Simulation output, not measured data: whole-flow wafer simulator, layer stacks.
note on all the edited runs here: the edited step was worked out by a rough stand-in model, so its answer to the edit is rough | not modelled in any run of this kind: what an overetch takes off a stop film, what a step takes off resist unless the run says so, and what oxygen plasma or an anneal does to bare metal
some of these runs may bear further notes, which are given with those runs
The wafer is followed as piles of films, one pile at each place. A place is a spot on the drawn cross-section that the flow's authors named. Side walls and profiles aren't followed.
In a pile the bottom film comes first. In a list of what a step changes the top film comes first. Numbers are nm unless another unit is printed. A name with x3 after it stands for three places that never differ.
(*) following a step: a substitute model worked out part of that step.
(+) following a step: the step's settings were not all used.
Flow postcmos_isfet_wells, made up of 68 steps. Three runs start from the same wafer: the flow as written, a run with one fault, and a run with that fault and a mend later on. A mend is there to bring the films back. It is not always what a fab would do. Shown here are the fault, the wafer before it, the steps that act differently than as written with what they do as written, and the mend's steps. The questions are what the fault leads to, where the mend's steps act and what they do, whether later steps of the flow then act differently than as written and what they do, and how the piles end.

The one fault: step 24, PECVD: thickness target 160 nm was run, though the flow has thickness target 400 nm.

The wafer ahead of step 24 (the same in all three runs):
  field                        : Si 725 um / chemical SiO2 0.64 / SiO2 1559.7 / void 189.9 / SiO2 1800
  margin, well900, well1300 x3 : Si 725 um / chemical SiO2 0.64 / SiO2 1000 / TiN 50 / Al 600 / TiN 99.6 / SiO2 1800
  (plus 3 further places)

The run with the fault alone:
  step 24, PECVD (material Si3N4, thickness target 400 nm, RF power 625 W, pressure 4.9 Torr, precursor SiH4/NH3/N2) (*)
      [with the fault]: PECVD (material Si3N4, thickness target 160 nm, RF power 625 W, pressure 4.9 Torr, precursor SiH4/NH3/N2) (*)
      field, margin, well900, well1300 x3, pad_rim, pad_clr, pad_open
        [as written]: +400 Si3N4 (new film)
        [with the fault]: +160 Si3N4 (new film)
  Later steps of the flow acting differently than as written (1 more step, not shown, differs only slightly: by at most 2% or 0.5 nm, whichever is larger):
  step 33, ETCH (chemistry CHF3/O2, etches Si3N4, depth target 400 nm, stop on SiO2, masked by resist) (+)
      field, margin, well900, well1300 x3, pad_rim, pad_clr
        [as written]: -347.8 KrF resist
        [with the fault]: -208.7 KrF resist
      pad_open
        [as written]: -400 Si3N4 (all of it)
        [with the fault]: -160 Si3N4 (all of it)
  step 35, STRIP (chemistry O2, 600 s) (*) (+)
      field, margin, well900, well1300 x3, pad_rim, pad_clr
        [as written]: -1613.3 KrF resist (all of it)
        [with the fault]: -1752.4 KrF resist (all of it)
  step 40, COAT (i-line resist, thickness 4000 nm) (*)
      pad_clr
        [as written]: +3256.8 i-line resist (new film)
        [with the fault]: +3331.9 i-line resist (new film)
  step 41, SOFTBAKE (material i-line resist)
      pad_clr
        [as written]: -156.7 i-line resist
        [with the fault]: -133 i-line resist
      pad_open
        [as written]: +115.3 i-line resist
        [with the fault]: +104.6 i-line resist
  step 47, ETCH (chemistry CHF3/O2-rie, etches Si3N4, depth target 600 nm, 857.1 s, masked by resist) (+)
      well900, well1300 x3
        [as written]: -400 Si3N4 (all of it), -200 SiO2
        [with the fault]: -160 Si3N4 (all of it), -440 SiO2
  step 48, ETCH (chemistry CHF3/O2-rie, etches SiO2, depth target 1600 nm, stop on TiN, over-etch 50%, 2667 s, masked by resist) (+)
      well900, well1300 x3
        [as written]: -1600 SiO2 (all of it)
        [with the fault]: -1360 SiO2 (all of it)
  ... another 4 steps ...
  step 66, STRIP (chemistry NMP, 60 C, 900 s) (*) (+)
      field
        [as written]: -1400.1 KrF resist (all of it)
        [with the fault]: -1514 KrF resist (all of it)
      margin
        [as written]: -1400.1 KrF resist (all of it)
        [with the fault]: -1513.9 KrF resist (all of it)
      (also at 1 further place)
  The piles end different from the flow's at field, margin, pad_rim, pad_clr by more than 2% or 0.5 nm, whichever is larger.
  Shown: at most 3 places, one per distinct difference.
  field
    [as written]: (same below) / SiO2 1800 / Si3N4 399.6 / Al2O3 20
    [with the fault]: (same below) / SiO2 1800 / Si3N4 159.6 / Al2O3 20
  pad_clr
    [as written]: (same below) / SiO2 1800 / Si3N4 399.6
    [with the fault]: (same below) / SiO2 1800 / Si3N4 159.6

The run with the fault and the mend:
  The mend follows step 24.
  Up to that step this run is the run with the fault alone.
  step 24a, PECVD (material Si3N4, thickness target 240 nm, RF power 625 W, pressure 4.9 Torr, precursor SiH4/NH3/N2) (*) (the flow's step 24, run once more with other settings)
      field, margin, well900, well1300 x3, pad_rim, pad_clr, pad_open
        +240 Si3N4
  Later steps of the flow that are run all act as written at every place that is followed.
  At every place that both follow, the piles at the end match the flow's.
